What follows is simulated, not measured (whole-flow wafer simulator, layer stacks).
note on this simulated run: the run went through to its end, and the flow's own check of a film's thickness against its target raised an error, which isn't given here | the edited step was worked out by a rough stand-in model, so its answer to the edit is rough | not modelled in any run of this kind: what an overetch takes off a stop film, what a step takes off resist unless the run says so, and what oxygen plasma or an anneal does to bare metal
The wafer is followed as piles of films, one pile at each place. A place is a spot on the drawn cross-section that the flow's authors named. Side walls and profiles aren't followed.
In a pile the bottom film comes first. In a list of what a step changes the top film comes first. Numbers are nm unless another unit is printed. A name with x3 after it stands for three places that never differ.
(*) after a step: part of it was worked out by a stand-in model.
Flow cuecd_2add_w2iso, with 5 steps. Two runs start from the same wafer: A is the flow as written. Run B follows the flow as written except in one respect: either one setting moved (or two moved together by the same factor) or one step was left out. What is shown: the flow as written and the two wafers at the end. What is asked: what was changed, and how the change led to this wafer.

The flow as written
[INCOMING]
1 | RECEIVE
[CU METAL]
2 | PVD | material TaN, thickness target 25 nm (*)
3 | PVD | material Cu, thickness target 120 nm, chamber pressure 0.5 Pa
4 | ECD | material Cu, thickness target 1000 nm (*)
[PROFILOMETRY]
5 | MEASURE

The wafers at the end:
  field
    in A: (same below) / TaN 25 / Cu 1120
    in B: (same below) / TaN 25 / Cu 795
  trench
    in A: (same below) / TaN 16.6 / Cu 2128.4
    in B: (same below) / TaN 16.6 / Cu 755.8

Cause: step 4, ECD: thickness target 675 nm was run, whereas the flow has thickness target 1000 nm.

Step by step, how the change led to this:
  4 | ECD | material Cu, thickness target 1000 nm (*)
      field: A Cu gains 1000 | B Cu gains 675
      trench: A Cu gains 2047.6 | B Cu gains 675
